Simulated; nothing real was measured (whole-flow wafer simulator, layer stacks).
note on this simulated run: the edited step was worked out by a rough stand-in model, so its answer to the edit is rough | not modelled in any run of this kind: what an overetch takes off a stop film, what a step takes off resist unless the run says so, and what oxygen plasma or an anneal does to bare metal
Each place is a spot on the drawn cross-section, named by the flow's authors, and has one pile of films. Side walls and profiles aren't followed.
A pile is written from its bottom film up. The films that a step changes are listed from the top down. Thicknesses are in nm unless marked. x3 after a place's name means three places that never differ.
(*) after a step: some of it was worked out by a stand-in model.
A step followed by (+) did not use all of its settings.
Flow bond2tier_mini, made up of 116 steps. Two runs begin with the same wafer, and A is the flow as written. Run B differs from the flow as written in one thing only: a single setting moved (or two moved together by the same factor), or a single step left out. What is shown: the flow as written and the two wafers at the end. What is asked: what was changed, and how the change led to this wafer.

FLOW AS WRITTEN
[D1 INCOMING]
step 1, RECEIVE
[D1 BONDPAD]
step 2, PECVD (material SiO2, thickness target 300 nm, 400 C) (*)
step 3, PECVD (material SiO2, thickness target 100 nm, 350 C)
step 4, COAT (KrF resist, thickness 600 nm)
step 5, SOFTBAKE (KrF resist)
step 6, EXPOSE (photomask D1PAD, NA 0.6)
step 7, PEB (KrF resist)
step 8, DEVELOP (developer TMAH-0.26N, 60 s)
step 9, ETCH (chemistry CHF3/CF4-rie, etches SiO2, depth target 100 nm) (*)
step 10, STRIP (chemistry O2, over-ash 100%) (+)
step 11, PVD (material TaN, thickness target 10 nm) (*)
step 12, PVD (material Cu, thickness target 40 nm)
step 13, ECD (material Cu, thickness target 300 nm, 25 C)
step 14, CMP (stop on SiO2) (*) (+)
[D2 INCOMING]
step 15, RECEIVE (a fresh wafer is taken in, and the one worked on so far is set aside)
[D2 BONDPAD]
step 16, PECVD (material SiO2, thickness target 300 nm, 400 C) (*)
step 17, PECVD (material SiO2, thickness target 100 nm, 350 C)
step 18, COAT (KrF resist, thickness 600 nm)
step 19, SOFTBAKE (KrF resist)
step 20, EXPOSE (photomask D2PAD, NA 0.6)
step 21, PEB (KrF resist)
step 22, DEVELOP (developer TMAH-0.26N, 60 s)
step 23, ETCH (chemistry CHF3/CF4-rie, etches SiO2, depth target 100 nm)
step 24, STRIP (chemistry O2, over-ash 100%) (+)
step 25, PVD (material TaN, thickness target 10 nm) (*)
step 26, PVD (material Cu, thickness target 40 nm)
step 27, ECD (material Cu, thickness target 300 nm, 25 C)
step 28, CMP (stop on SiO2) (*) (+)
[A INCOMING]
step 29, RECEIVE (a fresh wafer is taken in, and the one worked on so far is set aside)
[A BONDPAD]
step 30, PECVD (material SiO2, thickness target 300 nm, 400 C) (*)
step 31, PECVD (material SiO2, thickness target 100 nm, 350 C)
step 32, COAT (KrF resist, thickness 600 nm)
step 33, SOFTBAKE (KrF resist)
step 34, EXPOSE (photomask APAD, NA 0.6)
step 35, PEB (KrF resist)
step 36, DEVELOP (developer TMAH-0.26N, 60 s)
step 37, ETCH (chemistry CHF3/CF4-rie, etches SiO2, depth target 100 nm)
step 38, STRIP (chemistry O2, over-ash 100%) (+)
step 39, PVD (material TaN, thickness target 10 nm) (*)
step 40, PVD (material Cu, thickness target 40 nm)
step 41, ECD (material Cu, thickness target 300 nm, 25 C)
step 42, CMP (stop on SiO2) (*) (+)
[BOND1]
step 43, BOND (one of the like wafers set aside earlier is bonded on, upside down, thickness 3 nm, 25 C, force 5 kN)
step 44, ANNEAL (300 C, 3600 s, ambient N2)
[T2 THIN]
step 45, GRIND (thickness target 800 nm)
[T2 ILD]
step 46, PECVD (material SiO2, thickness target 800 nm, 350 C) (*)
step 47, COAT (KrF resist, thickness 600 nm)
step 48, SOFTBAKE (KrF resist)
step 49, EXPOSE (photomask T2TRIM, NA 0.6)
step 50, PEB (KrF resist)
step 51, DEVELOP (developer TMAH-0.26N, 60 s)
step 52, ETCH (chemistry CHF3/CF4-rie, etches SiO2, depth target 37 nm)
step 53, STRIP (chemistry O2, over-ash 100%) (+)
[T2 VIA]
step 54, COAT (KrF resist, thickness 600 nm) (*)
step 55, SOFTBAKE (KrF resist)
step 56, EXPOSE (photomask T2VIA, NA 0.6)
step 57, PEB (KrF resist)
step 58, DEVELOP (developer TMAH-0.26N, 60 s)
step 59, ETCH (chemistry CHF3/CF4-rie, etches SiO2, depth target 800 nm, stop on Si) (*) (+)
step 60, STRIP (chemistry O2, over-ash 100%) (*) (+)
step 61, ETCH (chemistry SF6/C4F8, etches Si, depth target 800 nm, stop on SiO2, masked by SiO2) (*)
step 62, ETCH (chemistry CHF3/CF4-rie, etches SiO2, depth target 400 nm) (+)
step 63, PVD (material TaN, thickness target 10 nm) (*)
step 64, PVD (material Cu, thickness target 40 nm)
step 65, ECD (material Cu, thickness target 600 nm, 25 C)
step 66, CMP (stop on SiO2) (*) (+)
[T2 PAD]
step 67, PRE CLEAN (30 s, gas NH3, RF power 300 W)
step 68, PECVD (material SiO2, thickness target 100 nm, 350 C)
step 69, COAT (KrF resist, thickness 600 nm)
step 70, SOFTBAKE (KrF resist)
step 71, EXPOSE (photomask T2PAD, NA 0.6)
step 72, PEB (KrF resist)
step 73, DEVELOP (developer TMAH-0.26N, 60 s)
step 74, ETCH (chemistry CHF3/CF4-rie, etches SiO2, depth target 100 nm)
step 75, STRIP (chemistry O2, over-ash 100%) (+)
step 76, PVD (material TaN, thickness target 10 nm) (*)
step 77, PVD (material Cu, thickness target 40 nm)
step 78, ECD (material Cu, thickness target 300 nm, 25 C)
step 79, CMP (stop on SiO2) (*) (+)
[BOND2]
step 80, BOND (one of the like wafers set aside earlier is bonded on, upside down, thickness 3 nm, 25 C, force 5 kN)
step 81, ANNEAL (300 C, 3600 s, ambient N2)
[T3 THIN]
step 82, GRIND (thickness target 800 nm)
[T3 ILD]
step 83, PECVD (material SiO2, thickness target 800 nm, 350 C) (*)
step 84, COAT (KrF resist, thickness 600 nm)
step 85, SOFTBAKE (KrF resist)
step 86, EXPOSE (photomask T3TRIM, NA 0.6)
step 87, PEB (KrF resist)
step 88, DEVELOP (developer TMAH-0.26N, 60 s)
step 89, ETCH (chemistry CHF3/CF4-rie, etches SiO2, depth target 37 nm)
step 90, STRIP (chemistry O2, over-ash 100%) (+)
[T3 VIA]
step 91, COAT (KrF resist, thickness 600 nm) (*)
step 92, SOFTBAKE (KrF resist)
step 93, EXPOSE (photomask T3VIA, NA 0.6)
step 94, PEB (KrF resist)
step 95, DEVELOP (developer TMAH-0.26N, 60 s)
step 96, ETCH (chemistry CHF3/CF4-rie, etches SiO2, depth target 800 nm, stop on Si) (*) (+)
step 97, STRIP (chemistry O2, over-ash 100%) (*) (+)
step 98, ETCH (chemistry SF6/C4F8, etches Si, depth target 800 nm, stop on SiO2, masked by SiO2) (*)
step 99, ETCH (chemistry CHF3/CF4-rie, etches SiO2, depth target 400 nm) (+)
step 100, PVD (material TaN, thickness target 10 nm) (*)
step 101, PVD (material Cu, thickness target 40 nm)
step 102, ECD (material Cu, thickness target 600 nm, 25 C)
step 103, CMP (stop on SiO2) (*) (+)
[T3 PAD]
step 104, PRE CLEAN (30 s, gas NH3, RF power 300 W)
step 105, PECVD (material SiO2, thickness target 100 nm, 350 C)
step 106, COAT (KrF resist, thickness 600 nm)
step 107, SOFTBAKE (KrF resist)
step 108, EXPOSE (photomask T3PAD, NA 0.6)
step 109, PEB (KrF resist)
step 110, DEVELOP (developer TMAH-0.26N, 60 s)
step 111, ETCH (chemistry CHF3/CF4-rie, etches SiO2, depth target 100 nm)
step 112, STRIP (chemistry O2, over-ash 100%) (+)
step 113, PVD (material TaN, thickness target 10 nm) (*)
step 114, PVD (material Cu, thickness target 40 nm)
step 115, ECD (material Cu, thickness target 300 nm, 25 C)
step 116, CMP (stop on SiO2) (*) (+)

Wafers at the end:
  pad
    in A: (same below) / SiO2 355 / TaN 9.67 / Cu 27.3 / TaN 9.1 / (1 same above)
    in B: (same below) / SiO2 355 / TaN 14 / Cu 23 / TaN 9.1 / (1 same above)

What caused this: step 100, PVD: thickness target 14.5 nm was run, though the flow has thickness target 10 nm.

How this came from the change, step by step:
  step 100, PVD (material TaN, thickness target 10 nm) (*)
      field: A +10 TaN (new film) | B +14.5 TaN (new film)
      pad: A +9.67 TaN (new film) | B +14 TaN (new film)
  step 103, CMP (stop on SiO2) (*) (+)
      field: A -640 Cu (all of it), -10 TaN (all of it) | B -640 Cu (all of it), -14.5 TaN (all of it)
